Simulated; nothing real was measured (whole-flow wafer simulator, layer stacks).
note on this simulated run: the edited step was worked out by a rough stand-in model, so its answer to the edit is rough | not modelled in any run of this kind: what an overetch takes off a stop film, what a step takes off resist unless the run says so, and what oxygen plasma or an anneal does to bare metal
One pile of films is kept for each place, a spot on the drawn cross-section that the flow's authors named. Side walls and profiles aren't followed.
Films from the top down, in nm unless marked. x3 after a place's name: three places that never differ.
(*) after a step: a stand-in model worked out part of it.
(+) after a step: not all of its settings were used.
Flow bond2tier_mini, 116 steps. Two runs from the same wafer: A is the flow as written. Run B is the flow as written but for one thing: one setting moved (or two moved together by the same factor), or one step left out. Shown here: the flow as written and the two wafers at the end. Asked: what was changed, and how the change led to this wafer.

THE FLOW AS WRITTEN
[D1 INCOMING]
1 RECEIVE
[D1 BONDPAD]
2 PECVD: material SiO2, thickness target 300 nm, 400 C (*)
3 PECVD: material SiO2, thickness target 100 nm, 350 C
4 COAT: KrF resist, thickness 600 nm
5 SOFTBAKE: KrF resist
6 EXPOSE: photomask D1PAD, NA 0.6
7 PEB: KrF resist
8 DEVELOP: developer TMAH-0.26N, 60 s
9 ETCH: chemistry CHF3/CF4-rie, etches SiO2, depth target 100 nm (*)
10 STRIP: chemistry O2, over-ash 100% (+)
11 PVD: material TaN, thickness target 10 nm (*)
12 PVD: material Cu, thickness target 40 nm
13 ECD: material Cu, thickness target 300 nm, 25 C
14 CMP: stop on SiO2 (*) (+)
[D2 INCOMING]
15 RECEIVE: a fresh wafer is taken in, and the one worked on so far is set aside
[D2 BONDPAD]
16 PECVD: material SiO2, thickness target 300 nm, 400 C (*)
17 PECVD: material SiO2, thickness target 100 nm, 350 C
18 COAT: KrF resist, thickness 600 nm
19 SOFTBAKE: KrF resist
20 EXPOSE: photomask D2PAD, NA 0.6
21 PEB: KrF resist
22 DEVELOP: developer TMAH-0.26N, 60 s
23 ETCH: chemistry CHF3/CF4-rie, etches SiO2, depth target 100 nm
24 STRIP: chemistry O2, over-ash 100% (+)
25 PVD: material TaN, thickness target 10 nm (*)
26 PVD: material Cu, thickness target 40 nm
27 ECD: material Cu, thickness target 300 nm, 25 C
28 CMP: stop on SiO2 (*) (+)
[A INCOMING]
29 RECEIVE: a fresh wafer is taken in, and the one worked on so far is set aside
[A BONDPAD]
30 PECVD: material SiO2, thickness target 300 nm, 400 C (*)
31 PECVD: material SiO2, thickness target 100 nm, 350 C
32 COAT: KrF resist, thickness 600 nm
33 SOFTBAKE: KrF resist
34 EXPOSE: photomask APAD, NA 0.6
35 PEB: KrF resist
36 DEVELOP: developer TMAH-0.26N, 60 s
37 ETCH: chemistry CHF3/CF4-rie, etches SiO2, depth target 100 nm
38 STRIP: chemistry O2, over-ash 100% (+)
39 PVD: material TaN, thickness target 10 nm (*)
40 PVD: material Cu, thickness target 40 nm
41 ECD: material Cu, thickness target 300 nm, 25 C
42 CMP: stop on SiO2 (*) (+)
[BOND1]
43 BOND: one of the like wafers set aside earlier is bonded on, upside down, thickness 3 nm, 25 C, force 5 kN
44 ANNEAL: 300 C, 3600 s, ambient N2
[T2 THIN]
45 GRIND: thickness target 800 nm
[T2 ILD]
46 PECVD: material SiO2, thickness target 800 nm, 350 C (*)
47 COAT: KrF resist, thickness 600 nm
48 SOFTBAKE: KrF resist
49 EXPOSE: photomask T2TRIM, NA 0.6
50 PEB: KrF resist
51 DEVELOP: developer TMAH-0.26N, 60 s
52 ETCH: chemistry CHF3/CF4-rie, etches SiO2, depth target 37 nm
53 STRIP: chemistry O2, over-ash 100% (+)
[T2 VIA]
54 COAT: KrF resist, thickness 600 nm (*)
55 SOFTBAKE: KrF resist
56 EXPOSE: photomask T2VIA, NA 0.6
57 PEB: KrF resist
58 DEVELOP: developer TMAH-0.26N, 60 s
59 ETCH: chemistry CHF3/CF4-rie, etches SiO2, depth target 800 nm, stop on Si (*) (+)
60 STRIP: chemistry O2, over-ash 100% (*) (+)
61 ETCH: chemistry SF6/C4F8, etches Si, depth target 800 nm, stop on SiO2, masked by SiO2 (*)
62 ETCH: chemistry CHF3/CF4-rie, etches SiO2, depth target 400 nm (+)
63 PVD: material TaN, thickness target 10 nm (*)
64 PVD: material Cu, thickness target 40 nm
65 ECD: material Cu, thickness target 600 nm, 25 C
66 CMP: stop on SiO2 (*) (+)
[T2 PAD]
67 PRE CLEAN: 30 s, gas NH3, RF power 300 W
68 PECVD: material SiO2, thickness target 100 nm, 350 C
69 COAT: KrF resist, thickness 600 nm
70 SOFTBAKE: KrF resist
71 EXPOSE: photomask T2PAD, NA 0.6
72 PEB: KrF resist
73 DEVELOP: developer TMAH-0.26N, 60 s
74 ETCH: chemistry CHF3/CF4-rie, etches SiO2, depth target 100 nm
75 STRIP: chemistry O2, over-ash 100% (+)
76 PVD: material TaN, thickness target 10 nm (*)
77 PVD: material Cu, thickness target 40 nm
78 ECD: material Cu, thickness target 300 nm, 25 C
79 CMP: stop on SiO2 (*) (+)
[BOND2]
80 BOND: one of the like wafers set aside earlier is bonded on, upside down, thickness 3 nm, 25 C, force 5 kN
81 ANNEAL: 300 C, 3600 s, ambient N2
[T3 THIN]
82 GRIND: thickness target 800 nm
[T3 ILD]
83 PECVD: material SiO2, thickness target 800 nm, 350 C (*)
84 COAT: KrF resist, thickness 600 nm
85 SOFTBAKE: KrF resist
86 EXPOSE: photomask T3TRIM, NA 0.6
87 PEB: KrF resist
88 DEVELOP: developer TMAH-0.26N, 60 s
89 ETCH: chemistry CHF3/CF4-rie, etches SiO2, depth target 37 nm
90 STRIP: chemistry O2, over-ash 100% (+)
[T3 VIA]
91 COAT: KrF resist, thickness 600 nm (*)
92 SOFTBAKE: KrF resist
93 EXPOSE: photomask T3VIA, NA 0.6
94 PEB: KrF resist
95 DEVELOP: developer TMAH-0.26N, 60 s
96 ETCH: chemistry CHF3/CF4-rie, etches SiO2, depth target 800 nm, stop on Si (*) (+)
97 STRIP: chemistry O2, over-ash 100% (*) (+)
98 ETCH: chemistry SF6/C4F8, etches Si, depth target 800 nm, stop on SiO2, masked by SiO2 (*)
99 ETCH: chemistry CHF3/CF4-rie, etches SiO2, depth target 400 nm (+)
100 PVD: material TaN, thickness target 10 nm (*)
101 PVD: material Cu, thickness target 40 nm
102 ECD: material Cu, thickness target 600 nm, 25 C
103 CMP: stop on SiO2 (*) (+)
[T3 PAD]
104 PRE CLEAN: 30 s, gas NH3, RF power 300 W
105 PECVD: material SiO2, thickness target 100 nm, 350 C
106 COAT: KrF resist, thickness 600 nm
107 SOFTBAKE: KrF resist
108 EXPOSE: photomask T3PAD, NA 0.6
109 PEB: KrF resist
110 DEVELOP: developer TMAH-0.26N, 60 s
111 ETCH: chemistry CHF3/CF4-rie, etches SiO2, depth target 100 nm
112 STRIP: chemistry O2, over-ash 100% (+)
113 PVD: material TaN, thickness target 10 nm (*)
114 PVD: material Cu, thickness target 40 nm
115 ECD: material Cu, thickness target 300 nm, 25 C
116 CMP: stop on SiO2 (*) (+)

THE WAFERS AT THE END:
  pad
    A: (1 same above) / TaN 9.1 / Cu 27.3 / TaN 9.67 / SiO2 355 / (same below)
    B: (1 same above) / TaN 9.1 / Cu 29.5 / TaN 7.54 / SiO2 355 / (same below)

The cause: step 100, PVD: thickness target 7.8 nm was run, where the flow has thickness target 10 nm.

How the change led to this, step by step:
  100 PVD: material TaN, thickness target 10 nm (*)
      field: A TaN +10 (new film) | B TaN +7.8 (new film)
      pad: A TaN +9.67 (new film) | B TaN +7.54 (new film)
  103 CMP: stop on SiO2 (*) (+)
      field: A Cu -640 (all of it), TaN -10 (all of it) | B Cu -640 (all of it), TaN -7.8 (all of it)
